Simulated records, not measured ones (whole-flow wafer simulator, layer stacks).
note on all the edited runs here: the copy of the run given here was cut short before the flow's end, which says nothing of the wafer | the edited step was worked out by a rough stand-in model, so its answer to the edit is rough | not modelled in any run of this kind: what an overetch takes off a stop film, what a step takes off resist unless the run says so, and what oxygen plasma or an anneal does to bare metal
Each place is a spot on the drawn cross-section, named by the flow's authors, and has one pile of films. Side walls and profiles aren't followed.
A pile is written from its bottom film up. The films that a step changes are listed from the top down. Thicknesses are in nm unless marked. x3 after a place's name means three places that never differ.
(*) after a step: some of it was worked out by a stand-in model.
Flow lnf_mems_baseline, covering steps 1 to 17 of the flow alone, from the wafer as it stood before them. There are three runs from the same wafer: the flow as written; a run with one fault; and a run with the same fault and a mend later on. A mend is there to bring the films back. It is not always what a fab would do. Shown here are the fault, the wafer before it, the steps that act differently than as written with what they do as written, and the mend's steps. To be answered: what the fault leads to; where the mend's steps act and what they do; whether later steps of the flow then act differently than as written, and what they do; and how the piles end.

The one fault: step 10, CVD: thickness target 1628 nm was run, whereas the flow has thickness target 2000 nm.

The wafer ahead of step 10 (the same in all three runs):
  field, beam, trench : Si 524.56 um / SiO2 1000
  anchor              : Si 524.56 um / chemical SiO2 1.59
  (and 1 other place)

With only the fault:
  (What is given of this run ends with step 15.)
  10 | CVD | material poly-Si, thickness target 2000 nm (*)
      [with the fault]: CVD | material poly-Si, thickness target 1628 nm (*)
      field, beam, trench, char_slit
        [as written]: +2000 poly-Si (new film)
        [with the fault]: +1628 poly-Si (new film)
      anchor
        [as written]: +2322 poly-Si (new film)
        [with the fault]: +1631.9 poly-Si (new film)
  Steps further on in the flow that do not act as written (not shown: 1 more step that differs only slightly, by at most 2% or 0.5 nm, whichever is larger):
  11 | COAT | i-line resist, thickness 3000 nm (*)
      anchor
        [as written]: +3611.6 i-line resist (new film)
        [with the fault]: +3918.2 i-line resist (new film)
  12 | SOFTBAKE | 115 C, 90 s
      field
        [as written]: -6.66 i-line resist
        [with the fault]: -7.79 i-line resist
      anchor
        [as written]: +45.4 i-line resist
        [with the fault]: +53.5 i-line resist
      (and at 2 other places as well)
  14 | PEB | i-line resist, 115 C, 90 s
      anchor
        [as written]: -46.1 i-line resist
        [with the fault]: -51.8 i-line resist
  The piles after step 15 differ from the flow's at field, anchor, beam, trench, char_slit by more than 2% or 0.5 nm, whichever is larger.
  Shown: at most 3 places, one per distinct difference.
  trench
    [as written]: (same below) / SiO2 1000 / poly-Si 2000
    [with the fault]: (same below) / SiO2 1000 / poly-Si 1628
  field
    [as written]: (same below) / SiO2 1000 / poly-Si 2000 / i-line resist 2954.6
    [with the fault]: (same below) / SiO2 1000 / poly-Si 1628 / i-line resist 2952.8
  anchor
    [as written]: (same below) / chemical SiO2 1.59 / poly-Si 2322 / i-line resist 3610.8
    [with the fault]: (same below) / chemical SiO2 1.59 / poly-Si 1631.9 / i-line resist 3919.9

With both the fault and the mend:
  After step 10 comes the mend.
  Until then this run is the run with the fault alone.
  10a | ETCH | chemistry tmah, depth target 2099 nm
      field, beam, trench, char_slit
        -1628 poly-Si (all of it)
      anchor
        -1631.9 poly-Si (all of it)
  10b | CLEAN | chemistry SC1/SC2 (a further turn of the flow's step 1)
      leaves every film unchanged at each place that is followed
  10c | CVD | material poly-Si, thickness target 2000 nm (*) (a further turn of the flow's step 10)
      field, beam, trench, char_slit
        +2000 poly-Si (new film)
      anchor
        +2322 poly-Si (new film)
  Later steps of the flow that are run all act as written at every place that is followed.
  At every place that both follow, the piles at the end match the flow's.
